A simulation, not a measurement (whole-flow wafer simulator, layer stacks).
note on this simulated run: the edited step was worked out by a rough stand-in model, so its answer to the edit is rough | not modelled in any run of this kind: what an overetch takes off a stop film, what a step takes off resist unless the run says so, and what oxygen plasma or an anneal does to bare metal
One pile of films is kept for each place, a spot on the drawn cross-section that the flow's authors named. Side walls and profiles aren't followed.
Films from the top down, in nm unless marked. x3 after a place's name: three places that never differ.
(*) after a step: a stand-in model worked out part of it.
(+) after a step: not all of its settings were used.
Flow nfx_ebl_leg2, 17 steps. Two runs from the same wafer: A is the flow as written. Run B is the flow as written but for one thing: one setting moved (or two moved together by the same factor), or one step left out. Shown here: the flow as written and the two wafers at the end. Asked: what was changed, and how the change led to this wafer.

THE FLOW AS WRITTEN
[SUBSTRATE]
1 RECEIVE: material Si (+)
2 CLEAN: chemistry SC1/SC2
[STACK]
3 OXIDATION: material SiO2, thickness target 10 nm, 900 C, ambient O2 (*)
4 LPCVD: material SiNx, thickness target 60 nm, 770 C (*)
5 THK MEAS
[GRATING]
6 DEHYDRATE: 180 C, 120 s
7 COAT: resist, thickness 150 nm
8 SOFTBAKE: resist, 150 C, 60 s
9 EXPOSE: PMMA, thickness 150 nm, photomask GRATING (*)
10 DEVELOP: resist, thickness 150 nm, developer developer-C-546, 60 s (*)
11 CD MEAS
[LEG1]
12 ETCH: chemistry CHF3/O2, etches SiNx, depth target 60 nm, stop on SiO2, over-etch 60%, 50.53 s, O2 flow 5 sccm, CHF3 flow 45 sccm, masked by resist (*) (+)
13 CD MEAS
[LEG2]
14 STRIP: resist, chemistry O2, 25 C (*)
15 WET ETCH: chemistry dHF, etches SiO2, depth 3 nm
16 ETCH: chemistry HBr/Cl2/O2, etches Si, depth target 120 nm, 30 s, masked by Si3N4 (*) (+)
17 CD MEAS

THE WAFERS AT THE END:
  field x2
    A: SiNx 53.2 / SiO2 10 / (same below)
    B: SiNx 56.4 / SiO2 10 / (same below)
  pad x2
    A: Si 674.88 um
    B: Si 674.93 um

The cause: step 16, ETCH: depth target 63 nm was run, where the flow has depth target 120 nm; step 16, ETCH: 15.8 s was run, where the flow has 30 s.

How the change led to this, step by step:
  16 ETCH: chemistry HBr/Cl2/O2, etches Si, depth target 120 nm, 30 s, masked by Si3N4 (*) (+)
      field x2: A SiNx -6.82 | B SiNx -3.59
      pad x2: A Si -120 | B Si -63
